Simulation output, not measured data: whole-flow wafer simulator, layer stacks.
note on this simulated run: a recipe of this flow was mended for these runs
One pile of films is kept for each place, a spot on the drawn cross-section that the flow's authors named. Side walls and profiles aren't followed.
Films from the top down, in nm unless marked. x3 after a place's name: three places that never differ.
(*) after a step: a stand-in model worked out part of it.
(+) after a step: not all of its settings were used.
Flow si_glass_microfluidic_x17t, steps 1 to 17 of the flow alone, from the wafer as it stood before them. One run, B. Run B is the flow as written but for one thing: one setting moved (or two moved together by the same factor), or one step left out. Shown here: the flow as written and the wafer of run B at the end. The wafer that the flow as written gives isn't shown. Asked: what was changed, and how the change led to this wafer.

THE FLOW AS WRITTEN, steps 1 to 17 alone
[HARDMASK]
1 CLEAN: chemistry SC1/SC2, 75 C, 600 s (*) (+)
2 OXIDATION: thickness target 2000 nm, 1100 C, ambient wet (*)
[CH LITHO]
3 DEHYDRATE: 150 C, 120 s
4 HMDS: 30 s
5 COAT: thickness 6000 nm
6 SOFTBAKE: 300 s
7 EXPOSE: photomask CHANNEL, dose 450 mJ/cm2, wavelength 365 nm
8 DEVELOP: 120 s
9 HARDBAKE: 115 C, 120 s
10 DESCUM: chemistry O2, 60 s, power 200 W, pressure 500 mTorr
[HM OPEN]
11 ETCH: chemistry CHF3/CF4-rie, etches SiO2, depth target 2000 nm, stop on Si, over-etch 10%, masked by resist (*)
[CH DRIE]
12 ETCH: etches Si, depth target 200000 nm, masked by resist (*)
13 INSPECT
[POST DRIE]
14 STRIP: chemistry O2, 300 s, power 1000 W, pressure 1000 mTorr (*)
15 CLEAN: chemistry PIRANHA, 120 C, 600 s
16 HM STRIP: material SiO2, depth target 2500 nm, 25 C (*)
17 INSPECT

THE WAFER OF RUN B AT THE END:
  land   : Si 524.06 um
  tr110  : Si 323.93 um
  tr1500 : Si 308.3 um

The cause: step 2, OXIDATION: 1123 C was run, where the flow has 1100 C.

How the change led to this, step by step:
  2 OXIDATION: thickness target 2000 nm, 1100 C, ambient wet (*)
      land, tr110, tr1500, tr15: SiO2 +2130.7 (new film), chemical SiO2 -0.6 (all of it), Si -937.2 (as written it would be: SiO2 +2000 (new film), chemical SiO2 -0.6 (all of it), Si -879.7)
  11 ETCH: chemistry CHF3/CF4-rie, etches SiO2, depth target 2000 nm, stop on Si, over-etch 10%, masked by resist (*)
      tr110, tr1500, tr15: SiO2 -2130.7 (all of it), Si -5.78 (as written it would be: SiO2 -2000 (all of it), Si -16.7)
  12 ETCH: etches Si, depth target 200000 nm, masked by resist (*)
      tr1500: Si -215.75 um (as written it would be: Si -215.73 um)
      tr15: Si -149.95 um (as written it would be: Si -149.99 um)
  16 HM STRIP: material SiO2, depth target 2500 nm, 25 C (*)
      land: SiO2 -2130.7 (all of it) (as written it would be: SiO2 -2000 (all of it))
